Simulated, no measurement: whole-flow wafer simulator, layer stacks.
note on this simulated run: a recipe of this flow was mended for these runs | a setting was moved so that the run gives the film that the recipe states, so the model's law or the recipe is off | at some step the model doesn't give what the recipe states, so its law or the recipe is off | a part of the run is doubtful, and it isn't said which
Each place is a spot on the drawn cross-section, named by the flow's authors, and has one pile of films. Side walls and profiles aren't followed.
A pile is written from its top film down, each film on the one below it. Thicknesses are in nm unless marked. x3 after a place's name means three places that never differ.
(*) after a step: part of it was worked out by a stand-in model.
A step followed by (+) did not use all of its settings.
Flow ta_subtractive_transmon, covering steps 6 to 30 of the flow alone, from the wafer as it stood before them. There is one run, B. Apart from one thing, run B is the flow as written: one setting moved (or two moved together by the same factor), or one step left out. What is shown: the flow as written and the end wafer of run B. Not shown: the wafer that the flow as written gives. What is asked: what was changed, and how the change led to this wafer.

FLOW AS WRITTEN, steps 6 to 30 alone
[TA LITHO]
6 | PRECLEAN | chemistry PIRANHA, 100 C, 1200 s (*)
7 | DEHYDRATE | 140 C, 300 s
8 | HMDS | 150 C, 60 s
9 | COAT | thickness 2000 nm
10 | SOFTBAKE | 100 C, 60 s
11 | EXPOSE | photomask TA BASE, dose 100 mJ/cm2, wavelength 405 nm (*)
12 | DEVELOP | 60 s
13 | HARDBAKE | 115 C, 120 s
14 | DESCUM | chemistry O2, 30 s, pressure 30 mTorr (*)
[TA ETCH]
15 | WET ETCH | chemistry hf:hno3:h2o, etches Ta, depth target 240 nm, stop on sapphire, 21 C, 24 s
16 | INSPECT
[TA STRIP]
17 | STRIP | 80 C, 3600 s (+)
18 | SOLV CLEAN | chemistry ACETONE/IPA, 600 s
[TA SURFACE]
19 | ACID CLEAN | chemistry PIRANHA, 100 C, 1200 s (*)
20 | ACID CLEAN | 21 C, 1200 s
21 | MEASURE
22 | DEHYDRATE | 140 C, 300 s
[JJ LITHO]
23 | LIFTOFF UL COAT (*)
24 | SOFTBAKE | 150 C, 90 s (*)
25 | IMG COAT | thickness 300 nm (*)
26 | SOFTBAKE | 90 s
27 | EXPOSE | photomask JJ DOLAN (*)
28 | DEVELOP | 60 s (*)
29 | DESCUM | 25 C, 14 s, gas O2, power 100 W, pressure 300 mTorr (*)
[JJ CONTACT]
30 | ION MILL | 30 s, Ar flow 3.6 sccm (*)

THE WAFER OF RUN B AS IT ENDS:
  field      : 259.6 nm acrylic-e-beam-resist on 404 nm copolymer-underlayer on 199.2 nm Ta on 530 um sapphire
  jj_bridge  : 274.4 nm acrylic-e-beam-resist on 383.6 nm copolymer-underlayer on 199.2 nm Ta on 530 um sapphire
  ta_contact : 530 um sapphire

Cause: step 11, EXPOSE: photomask JJ DOLAN was run, though the flow has photomask TA BASE.

Step by step, how the change led to this:
  12 | DEVELOP | 60 s
      field, jj_bridge: -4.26 g/i-line-resist (in the flow as written it would be: -2000 g/i-line-resist (all of it))
      ta_contact: -2000 g/i-line-resist (all of it) (in the flow as written it would be: -4.26 g/i-line-resist)
  13 | HARDBAKE | 115 C, 120 s
      field, jj_bridge: -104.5 g/i-line-resist (in the flow as written it would be: nothing)
      ta_contact: nothing (in the flow as written it would be: -104.5 g/i-line-resist)
  14 | DESCUM | chemistry O2, 30 s, pressure 30 mTorr (*)
      field, jj_bridge: -70.8 g/i-line-resist (in the flow as written it would be: nothing)
      ta_contact: nothing (in the flow as written it would be: -70.8 g/i-line-resist)
  15 | WET ETCH | chemistry hf:hno3:h2o, etches Ta, depth target 240 nm, stop on sapphire, 21 C, 24 s
      field, jj_bridge: nothing (in the flow as written it would be: -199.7 Ta (all of it))
      ta_contact: -199.7 Ta (all of it) (in the flow as written it would be: nothing)
  17 | STRIP | 80 C, 3600 s (+)
      field, jj_bridge: -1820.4 g/i-line-resist (all of it) (in the flow as written it would be: nothing)
      ta_contact: nothing (in the flow as written it would be: -1820.4 g/i-line-resist (all of it))
  23 | LIFTOFF UL COAT (*)
      field: +404 copolymer-underlayer (new film) (in the flow as written it would be: +500 copolymer-underlayer (new film))
      jj_line: +585.2 copolymer-underlayer (new film) (in the flow as written it would be: +500 copolymer-underlayer (new film))
      (also at 4 further places)
  25 | IMG COAT | thickness 300 nm (*)
      field: +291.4 acrylic-e-beam-resist (new film) (in the flow as written it would be: +300 acrylic-e-beam-resist (new film))
      ta_contact: +313.9 acrylic-e-beam-resist (new film) (in the flow as written it would be: +287.5 acrylic-e-beam-resist (new film))
  28 | DEVELOP | 60 s (*)
      jj_line: -305.3 acrylic-e-beam-resist (all of it), -585.2 copolymer-underlayer (all of it) (in the flow as written it would be: -300 acrylic-e-beam-resist (all of it), -500 copolymer-underlayer (all of it))
      lead: -315.3 acrylic-e-beam-resist (all of it), -571.5 copolymer-underlayer (all of it) (in the flow as written it would be: -312.5 acrylic-e-beam-resist (all of it), -554.7 copolymer-underlayer (all of it))
      (also at 1 further place)
  30 | ION MILL | 30 s, Ar flow 3.6 sccm (*)
      ta_contact: -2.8 sapphire (in the flow as written it would be: -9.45 Ta)
Taking metal films that touch as one body, field has 1 body; the flow as written gives 0 bodies.
Taking metal films that touch as one body, jj_bridge has 1 body; the flow as written gives 0 bodies.
Taking metal films that touch as one body, ta_contact has 0 bodies; the flow as written gives 1 body.
